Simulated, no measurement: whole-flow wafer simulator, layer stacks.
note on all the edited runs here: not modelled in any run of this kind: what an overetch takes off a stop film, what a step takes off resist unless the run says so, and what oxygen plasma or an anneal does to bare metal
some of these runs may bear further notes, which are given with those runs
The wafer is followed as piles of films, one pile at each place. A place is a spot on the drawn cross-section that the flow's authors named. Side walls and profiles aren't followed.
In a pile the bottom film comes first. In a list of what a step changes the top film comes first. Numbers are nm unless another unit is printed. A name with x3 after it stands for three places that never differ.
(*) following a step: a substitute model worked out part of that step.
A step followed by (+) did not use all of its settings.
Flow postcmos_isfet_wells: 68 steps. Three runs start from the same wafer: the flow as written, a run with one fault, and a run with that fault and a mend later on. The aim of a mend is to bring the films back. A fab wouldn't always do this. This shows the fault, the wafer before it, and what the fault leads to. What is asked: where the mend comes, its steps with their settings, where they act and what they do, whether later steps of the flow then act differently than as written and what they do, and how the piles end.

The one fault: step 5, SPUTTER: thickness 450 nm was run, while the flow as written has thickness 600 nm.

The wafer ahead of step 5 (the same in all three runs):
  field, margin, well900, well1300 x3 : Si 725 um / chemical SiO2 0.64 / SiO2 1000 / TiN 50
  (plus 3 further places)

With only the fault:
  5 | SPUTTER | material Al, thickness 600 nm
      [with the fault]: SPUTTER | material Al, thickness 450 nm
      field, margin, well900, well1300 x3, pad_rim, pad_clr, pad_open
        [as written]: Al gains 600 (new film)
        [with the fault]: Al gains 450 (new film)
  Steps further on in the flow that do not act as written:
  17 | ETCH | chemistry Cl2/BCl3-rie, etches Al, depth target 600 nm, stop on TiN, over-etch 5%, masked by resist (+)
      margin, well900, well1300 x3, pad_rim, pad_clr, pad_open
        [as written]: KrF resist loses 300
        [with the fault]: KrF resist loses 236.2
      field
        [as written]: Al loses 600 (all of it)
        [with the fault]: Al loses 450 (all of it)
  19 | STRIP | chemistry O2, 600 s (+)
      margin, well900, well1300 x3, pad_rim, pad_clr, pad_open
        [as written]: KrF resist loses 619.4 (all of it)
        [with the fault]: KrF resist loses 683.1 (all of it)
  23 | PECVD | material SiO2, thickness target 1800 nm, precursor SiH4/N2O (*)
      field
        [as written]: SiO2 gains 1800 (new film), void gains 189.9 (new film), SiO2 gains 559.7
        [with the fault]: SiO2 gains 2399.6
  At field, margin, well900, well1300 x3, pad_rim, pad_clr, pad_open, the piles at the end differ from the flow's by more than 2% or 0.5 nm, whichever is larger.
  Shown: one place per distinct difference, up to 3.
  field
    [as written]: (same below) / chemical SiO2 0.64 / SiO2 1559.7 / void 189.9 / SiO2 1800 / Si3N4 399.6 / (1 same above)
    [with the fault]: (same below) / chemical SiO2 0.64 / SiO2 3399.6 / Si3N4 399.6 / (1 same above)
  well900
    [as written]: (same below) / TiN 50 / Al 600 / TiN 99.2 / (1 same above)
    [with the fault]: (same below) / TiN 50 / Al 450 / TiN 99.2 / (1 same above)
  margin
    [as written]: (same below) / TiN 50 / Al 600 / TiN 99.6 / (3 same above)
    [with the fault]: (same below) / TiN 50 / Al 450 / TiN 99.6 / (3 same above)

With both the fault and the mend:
  The mend follows step 5.
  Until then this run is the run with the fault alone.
  5a | SPUTTER | material Al, thickness 150 nm (the flow's step 5, run once more with other settings)
      field, margin, well900, well1300 x3, pad_rim, pad_clr, pad_open
        Al gains 150
  Later steps of the flow that are run all act as written at every place that is followed.
  By the end, the piles equal the flow's at every place that both follow.
